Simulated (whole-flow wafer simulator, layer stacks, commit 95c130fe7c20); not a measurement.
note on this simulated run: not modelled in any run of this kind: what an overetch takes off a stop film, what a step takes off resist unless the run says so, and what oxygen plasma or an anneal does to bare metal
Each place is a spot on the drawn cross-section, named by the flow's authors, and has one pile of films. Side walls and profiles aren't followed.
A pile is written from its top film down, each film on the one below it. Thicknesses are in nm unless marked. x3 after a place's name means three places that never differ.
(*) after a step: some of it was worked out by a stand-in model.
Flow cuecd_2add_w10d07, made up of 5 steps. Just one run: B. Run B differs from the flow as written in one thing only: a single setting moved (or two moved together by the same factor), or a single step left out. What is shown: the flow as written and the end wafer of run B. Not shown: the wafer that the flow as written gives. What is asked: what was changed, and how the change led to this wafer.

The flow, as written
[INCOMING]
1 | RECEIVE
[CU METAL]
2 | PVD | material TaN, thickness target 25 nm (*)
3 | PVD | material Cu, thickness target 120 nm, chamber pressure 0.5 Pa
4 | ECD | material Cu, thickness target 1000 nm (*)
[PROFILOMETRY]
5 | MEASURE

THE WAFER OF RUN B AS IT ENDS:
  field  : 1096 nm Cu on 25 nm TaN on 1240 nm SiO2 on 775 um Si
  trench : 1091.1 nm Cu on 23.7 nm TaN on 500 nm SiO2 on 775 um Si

Cause: step 3, PVD: thickness target 96 nm was run, though the flow has thickness target 120 nm.

The path from the change to this, step by step:
  3 | PVD | material Cu, thickness target 120 nm, chamber pressure 0.5 Pa
      field: Cu gains 96 (new film) (as written it would have been: Cu gains 120 (new film))
      trench: Cu gains 91.1 (new film) (as written it would have been: Cu gains 114 (new film))
